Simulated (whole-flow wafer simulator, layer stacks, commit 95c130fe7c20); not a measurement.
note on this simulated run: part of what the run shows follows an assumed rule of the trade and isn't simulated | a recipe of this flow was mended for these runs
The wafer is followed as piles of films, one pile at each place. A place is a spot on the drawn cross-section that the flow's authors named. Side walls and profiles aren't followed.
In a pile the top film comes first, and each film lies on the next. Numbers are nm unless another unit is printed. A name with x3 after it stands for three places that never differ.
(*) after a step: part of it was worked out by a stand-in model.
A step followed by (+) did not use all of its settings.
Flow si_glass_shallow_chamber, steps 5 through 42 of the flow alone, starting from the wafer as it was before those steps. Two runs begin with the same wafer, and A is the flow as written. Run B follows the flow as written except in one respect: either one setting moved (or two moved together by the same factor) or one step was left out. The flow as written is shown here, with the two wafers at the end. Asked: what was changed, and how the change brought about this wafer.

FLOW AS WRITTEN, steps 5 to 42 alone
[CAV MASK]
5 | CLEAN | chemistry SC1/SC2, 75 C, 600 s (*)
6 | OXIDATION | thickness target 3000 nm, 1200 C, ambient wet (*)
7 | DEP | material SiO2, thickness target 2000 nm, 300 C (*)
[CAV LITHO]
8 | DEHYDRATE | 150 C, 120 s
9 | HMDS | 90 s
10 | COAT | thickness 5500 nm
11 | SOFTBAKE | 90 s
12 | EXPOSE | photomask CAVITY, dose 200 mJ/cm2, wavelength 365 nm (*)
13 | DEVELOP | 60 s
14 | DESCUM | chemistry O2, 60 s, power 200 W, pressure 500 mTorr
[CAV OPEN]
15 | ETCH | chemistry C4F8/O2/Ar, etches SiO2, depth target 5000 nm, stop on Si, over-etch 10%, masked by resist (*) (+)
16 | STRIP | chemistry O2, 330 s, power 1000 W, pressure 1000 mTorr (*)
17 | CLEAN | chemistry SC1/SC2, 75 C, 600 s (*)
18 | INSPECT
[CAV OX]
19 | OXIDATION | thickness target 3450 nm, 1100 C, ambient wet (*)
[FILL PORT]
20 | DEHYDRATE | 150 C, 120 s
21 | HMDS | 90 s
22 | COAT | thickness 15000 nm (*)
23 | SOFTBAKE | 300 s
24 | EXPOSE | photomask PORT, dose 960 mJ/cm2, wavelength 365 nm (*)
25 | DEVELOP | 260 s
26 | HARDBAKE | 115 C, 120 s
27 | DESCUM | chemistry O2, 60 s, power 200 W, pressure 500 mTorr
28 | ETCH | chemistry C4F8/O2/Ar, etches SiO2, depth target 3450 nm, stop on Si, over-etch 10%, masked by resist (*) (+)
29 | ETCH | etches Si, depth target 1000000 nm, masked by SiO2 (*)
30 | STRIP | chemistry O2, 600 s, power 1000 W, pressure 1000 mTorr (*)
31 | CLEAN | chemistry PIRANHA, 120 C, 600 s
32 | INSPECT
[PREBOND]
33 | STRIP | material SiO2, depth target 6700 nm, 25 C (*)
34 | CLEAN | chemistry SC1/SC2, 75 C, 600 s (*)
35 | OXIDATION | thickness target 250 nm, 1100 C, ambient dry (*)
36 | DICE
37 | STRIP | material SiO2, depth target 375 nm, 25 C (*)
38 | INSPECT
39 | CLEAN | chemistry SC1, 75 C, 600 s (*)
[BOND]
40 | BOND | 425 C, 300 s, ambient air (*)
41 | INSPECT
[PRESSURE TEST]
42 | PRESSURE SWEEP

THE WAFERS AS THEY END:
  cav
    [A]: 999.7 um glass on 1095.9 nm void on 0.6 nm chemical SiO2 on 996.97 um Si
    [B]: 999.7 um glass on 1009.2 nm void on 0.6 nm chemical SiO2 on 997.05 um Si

The reason: step 15, ETCH: depth target 4500 nm was run, though the flow has depth target 5000 nm.

How this came from the change, step by step:
  15 | ETCH | chemistry C4F8/O2/Ar, etches SiO2, depth target 5000 nm, stop on Si, over-etch 10%, masked by resist (*) (+)
      cav, port: A -5000 SiO2 (all of it), -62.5 Si | B -4950 SiO2
      rim, ramp, septum, ring: A -1100 thick-i-line-resist | B -990 thick-i-line-resist
  16 | STRIP | chemistry O2, 330 s, power 1000 W, pressure 1000 mTorr (*)
      cav, port: A +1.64 chemical SiO2 (new film), -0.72 Si | B nothing
      rim, ramp, septum, ring: A -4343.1 thick-i-line-resist (all of it) | B -4453.1 thick-i-line-resist (all of it)
  17 | CLEAN | chemistry SC1/SC2, 75 C, 600 s (*)
      cav, port: A -1.04 chemical SiO2, -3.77 Si | B -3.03 SiO2
  19 | OXIDATION | thickness target 3450 nm, 1100 C, ambient wet (*)
      cav, port: A +3450 SiO2 (new film), -0.6 chemical SiO2 (all of it), -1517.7 Si | B +3404.5 SiO2, -1498 Si
  22 | COAT | thickness 15000 nm (*)
      rim: A +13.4 um thick-i-line-resist (new film) | B +13.44 um thick-i-line-resist (new film)
      ramp: A +12.89 um thick-i-line-resist (new film) | B +12.94 um thick-i-line-resist (new film)
      (as well as at 2 more places)
  23 | SOFTBAKE | 300 s
      rim: A -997 thick-i-line-resist | B -972.1 thick-i-line-resist
      ramp: A -487.1 thick-i-line-resist | B -474 thick-i-line-resist
      (as well as at 4 more places)
  25 | DEVELOP | 260 s
      port: A -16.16 um thick-i-line-resist (all of it) | B -16.13 um thick-i-line-resist (all of it)
  29 | ETCH | etches Si, depth target 1000000 nm, masked by SiO2 (*)
      rim, ramp: A -11.47 um thick-i-line-resist (all of it), -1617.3 SiO2 | B -11.53 um thick-i-line-resist (all of it), -1585.1 SiO2
      port: A +997.05 um hole (new film), -997.05 um Si (all of it) | B +997.13 um hole (new film), -997.13 um Si (all of it)
      (as well as at 1 more place)
  30 | STRIP | chemistry O2, 600 s, power 1000 W, pressure 1000 mTorr (*)
      cav: A -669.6 thick-i-line-resist (all of it) | B -642.8 thick-i-line-resist (all of it)
  40 | BOND | 425 C, 300 s, ambient air (*)
      cav: A +999.7 um glass (new film), +1095.9 void (new film) | B +999.7 um glass (new film), +1009.2 void (new film)
      port: A +999.7 um glass (new film), +1017.3 hole | B +999.7 um glass (new film), +930.3 hole
